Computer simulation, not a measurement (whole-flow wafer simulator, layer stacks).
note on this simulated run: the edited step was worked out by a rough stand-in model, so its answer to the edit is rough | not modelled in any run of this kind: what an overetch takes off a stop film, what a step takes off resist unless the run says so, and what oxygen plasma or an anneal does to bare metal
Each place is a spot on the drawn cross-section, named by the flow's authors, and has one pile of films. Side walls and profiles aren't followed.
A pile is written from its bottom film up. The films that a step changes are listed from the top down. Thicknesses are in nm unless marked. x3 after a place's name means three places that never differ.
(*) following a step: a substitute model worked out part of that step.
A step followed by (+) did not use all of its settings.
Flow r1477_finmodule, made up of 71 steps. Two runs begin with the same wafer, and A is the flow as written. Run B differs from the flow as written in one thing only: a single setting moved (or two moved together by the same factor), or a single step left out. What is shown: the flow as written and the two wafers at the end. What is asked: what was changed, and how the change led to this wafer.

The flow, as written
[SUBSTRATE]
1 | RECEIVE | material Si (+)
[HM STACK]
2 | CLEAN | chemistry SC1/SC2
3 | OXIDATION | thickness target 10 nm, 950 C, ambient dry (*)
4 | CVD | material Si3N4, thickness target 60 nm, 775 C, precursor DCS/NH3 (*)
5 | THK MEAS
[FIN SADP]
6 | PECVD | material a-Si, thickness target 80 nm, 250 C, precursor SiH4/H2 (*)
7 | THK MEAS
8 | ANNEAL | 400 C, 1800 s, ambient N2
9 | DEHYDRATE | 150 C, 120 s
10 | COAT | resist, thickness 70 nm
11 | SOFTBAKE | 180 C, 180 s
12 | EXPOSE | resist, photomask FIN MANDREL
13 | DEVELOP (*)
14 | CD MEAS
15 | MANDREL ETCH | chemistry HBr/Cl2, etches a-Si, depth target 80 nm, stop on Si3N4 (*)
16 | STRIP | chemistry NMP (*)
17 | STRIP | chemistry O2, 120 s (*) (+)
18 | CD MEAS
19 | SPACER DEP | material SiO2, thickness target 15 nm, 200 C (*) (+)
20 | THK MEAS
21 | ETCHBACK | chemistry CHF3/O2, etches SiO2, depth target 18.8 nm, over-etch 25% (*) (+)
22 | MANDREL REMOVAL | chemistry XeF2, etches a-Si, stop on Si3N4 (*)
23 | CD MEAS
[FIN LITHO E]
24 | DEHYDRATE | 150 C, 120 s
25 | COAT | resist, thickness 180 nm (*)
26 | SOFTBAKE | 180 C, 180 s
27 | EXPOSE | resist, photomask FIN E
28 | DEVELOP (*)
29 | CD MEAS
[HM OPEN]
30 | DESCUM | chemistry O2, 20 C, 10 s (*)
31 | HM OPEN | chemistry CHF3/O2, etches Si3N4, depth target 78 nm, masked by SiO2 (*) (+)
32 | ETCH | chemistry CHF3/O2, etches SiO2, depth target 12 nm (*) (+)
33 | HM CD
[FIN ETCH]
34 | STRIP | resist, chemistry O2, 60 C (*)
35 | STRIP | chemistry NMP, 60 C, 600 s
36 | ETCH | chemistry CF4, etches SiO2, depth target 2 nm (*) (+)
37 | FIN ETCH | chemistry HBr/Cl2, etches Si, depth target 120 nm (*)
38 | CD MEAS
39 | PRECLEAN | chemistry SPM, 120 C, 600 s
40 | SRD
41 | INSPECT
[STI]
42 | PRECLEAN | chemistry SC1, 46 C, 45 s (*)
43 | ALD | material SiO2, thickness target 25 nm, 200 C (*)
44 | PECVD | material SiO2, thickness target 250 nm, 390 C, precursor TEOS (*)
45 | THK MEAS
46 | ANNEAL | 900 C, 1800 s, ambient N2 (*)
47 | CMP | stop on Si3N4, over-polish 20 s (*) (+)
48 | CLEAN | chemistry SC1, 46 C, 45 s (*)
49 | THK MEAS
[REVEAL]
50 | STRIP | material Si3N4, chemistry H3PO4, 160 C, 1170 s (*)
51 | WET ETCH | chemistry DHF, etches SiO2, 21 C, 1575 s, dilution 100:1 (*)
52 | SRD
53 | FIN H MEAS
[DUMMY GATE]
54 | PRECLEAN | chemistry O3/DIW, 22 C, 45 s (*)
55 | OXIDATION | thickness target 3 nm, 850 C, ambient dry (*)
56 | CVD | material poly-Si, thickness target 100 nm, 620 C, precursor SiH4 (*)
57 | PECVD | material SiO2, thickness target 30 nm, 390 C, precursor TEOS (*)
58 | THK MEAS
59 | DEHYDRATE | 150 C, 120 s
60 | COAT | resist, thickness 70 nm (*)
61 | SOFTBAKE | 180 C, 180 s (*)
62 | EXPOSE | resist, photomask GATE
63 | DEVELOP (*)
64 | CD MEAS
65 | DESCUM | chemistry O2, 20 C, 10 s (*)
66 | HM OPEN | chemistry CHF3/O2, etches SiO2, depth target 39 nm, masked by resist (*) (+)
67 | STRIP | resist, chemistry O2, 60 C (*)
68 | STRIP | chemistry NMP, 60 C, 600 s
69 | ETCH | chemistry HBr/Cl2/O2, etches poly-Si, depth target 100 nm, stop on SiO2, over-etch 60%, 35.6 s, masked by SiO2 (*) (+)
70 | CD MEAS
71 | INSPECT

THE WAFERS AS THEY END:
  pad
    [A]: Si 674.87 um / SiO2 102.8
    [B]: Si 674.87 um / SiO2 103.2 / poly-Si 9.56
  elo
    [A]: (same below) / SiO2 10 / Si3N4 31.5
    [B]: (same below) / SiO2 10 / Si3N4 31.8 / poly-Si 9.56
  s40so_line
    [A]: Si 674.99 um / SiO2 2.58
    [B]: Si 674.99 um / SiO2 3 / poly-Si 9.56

The reason: step 69, ETCH: depth target 55 nm was run, while the flow as written has depth target 100 nm.

Step by step, how the change led to this:
  69 | ETCH | chemistry HBr/Cl2/O2, etches poly-Si, depth target 100 nm, stop on SiO2, over-etch 60%, 35.6 s, masked by SiO2 (*) (+)
      pad, eso, e40so and 8 more: A -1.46 chemical SiO2 (all of it), -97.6 poly-Si (all of it), -0.42 SiO2 | B -1.46 chemical SiO2 (all of it), -88 poly-Si
      elo, e40lo, e100lo, e200lo: A -1.46 chemical SiO2 (all of it), -97.6 poly-Si (all of it), -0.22 Si3N4 | B -1.46 chemical SiO2 (all of it), -88 poly-Si
      (also at 21 further places)
